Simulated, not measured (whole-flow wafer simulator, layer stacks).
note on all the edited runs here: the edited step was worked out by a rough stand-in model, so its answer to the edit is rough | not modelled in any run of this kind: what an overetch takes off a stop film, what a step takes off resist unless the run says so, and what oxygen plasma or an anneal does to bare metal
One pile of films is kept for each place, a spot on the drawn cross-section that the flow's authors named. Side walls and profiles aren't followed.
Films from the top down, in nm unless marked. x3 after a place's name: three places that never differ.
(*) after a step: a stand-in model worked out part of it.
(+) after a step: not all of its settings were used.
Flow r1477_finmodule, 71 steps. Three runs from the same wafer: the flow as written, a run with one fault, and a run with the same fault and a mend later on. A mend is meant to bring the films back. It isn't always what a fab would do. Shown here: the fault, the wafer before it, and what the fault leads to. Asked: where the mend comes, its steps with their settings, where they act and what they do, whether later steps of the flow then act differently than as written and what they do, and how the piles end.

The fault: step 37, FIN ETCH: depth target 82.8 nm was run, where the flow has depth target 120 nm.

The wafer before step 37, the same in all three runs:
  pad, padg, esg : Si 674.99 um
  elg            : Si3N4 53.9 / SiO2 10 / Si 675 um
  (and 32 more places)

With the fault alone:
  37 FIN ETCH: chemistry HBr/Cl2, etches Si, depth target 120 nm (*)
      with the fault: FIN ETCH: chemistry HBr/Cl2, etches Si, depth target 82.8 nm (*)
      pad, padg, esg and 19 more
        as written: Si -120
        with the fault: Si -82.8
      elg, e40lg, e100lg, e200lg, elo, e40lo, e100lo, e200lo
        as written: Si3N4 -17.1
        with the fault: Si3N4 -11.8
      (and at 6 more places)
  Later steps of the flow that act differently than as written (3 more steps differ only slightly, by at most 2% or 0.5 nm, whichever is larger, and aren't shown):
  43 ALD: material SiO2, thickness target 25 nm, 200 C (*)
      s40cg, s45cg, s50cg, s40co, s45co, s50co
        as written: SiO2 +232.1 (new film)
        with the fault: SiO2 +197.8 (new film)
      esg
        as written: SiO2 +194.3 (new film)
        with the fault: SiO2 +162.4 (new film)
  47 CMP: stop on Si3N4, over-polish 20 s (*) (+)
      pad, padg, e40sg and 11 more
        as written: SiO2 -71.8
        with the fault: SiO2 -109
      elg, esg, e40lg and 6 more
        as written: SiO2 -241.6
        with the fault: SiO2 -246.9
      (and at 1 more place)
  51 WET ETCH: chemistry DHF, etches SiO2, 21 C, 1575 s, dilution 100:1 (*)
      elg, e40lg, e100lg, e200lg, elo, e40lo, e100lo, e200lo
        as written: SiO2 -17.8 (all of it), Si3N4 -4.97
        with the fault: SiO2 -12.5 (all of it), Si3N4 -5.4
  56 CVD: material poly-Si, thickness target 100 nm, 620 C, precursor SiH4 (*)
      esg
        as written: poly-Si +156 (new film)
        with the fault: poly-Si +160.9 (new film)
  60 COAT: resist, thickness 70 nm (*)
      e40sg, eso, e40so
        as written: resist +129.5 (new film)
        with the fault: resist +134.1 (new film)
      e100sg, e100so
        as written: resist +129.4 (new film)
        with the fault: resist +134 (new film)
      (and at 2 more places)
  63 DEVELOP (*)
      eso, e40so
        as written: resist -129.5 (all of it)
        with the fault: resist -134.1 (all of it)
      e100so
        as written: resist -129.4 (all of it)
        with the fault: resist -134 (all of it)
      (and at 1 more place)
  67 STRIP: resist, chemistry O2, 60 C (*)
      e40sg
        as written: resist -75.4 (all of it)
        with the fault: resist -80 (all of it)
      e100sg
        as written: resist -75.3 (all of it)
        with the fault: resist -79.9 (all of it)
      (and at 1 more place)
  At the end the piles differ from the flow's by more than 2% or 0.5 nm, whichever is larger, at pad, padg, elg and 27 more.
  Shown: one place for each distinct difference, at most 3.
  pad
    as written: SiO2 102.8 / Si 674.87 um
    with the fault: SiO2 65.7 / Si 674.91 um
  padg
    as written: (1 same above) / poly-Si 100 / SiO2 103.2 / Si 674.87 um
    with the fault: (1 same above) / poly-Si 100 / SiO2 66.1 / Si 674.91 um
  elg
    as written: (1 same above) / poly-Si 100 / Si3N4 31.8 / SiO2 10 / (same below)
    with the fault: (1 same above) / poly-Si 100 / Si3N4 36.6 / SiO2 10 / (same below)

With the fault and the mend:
  The mend comes after step 38.
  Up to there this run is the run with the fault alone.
  38a FIN ETCH: chemistry HBr/Cl2, etches Si, depth target 37.2 nm (*) (the flow's step 37 once more, with other settings)
      pad, padg, esg and 19 more
        Si -37.2
      elg, e40lg, e100lg, e200lg, elo, e40lo, e100lo, e200lo
        Si3N4 -5.31
      s40sg_line, s45sg_line, s50sg_line, s40so_line, s45so_line, s50so_line
        SiO2 -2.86
  No later step of the flow acts differently than as written at any place that is followed.
  At the end the piles are the same as the flow's at every place that both follow.
